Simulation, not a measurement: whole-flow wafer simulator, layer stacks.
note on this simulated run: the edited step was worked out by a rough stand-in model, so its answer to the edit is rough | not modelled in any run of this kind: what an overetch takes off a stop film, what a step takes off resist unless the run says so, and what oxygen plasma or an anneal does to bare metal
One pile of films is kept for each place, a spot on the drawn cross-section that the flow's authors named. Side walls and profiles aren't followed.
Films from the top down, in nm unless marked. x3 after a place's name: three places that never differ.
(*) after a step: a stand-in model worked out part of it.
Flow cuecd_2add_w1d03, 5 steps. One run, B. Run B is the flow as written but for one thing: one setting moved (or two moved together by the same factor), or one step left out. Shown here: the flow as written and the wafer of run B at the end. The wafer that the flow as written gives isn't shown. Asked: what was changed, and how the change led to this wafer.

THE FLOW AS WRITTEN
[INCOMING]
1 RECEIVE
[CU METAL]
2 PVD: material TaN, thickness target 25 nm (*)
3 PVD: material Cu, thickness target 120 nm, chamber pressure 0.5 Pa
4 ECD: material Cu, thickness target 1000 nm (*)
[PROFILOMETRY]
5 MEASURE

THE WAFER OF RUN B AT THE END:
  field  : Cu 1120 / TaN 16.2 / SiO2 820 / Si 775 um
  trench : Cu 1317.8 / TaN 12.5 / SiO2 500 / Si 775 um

The cause: step 2, PVD: thickness target 16.2 nm was run, where the flow has thickness target 25 nm.
It can be read off the wafer: field has TaN 16.2, and step 2 as written asks for 25 nm.

How the change led to this, step by step:
  2 PVD: material TaN, thickness target 25 nm (*)
      field: TaN +16.2 (new film) (as written it would be: TaN +25 (new film))
      trench: TaN +12.5 (new film) (as written it would be: TaN +19.4 (new film))
